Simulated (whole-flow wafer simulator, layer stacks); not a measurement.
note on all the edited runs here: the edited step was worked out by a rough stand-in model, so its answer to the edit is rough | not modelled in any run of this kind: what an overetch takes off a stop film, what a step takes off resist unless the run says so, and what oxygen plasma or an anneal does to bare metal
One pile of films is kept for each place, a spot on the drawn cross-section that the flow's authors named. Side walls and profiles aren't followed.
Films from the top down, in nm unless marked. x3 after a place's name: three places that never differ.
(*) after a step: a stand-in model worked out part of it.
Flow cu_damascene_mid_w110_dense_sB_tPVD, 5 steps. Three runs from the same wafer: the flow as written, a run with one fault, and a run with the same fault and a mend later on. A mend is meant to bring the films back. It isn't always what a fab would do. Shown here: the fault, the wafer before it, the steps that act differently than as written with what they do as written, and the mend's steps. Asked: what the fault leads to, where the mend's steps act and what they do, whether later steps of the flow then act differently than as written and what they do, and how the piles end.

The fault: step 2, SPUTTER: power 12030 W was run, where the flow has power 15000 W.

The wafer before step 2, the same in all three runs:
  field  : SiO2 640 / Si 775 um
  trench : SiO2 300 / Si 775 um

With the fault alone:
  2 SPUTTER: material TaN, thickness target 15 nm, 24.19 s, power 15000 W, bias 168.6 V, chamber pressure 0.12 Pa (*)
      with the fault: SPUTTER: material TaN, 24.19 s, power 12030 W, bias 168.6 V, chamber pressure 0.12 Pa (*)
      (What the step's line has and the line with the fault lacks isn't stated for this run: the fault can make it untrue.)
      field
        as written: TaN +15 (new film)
        with the fault: TaN +12 (new film)
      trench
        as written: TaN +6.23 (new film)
        with the fault: TaN +4.99 (new film)
  No later step of the flow acts differently than as written, at any place that is followed, by more than 2% or 0.5 nm, whichever is larger.
  At the end the piles differ from the flow's by more than 2% or 0.5 nm, whichever is larger, at field, trench.
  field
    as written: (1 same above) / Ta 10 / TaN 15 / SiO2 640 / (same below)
    with the fault: (1 same above) / Ta 10 / TaN 12 / SiO2 640 / (same below)
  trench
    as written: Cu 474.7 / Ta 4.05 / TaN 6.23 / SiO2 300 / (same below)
    with the fault: Cu 473 / Ta 4.08 / TaN 4.99 / SiO2 300 / (same below)

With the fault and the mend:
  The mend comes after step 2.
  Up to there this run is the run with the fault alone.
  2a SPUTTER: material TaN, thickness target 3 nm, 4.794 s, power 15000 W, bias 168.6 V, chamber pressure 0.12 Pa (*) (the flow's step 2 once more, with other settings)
      field
        TaN +3
      trench
        TaN +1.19
  No later step of the flow acts differently than as written, at any place that is followed, by more than 2% or 0.5 nm, whichever is larger.
  At the end the piles differ from the flow's only slightly at the places that both follow, by at most 2% or 0.5 nm, whichever is larger.
